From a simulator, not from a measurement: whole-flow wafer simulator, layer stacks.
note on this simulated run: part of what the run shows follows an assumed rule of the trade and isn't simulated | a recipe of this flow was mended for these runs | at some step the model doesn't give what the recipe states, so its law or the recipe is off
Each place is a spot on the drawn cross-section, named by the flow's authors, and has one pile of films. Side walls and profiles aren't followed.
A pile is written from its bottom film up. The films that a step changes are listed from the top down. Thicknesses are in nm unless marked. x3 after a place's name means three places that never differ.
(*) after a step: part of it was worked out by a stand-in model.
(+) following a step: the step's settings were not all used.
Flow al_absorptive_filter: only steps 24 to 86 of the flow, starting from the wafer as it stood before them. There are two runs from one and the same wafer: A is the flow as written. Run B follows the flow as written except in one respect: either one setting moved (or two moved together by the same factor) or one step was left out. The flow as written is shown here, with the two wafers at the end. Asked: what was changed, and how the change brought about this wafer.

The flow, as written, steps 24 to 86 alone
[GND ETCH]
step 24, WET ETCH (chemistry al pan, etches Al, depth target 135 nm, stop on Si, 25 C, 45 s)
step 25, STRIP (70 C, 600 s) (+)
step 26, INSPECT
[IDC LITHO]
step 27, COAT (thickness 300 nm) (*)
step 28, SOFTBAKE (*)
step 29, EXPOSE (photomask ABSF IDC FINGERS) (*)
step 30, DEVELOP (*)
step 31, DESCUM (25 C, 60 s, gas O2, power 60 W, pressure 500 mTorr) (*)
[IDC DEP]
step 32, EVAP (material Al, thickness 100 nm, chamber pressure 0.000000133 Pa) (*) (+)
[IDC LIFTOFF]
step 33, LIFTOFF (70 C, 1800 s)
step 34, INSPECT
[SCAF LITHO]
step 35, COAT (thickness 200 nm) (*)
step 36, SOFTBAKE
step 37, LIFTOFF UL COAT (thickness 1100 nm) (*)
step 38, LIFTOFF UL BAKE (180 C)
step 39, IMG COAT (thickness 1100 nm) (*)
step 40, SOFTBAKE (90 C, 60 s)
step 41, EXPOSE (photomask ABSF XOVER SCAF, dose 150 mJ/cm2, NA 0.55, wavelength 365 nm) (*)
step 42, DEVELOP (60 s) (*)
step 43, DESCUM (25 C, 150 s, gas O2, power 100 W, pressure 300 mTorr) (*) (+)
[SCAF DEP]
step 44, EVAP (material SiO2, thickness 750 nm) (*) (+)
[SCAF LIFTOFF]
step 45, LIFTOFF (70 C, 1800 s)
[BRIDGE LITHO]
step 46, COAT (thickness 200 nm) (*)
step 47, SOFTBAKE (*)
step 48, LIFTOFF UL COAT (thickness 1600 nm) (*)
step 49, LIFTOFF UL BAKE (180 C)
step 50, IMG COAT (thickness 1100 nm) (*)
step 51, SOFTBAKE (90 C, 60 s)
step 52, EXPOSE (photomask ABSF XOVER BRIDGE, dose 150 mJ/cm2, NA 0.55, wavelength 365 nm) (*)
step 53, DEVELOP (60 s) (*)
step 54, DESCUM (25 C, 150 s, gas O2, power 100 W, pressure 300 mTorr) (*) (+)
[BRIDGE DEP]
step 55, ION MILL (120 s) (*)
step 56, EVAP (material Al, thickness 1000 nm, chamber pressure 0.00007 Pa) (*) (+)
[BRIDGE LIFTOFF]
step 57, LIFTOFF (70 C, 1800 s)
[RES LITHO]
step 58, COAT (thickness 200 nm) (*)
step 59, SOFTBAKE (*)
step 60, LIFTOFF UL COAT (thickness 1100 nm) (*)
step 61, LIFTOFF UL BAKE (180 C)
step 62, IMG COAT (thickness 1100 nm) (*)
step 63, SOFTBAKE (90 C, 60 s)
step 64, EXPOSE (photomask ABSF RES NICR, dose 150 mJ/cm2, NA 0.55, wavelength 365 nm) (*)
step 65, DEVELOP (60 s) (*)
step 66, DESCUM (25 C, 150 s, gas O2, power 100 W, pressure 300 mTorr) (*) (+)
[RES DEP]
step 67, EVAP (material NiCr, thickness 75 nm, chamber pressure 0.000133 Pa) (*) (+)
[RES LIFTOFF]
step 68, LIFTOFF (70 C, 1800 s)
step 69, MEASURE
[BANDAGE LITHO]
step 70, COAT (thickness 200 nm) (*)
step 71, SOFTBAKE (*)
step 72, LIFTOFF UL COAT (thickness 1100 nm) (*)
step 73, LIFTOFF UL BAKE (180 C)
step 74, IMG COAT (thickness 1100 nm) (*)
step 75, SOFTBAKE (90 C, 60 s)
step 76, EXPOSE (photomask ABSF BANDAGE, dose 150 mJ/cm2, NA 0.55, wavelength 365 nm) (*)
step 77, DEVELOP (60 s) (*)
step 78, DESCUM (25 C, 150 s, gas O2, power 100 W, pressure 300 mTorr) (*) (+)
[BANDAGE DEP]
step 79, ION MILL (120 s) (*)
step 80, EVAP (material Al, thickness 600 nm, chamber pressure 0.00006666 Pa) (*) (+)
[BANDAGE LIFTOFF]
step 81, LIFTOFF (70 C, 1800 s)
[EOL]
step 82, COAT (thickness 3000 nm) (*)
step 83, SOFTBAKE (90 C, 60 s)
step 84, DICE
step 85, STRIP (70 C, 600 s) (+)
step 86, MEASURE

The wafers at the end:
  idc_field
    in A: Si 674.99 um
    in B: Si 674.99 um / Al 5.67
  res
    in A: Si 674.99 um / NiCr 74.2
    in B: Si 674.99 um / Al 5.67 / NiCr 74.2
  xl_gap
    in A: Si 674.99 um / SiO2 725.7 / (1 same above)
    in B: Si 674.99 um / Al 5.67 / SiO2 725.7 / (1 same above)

What caused this: step 24, WET ETCH: 27 s was run, though the flow has 45 s.

Step by step, how the change led to this:
  step 24, WET ETCH (chemistry al pan, etches Al, depth target 135 nm, stop on Si, 25 C, 45 s)
      res, xl_gap, idc_field, idc_line, idc_space: A Al loses 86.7 (all of it) | B Al loses 81
  step 31, DESCUM (25 C, 60 s, gas O2, power 60 W, pressure 500 mTorr) (*)
      idc_line: A chemical SiO2 gains 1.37 (new film), Si loses 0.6 | B nothing
  step 32, EVAP (material Al, thickness 100 nm, chamber pressure 0.000000133 Pa) (*) (+)
      idc_line: A Al gains 100 (new film) | B Al gains 100
  step 46, COAT (thickness 200 nm) (*)
      xl_gap: A acrylic-e-beam-resist gains 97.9 (new film) | B acrylic-e-beam-resist gains 95.7 (new film)
  step 54, DESCUM (25 C, 150 s, gas O2, power 100 W, pressure 300 mTorr) (*) (+)
      xl_gap: A acrylic-e-beam-resist loses 97.9 (all of it) | B acrylic-e-beam-resist loses 95.7 (all of it)
With metal films that touch counted as one body, idc_field has 1 body; the flow as written gives 0 bodies.
With metal films that touch counted as one body, res has 1 body; the flow as written gives 0 bodies.
With metal films that touch counted as one body, xl_gap has 2 bodies (between them, from the top down: SiO2 725.7); the flow as written gives 1 body.
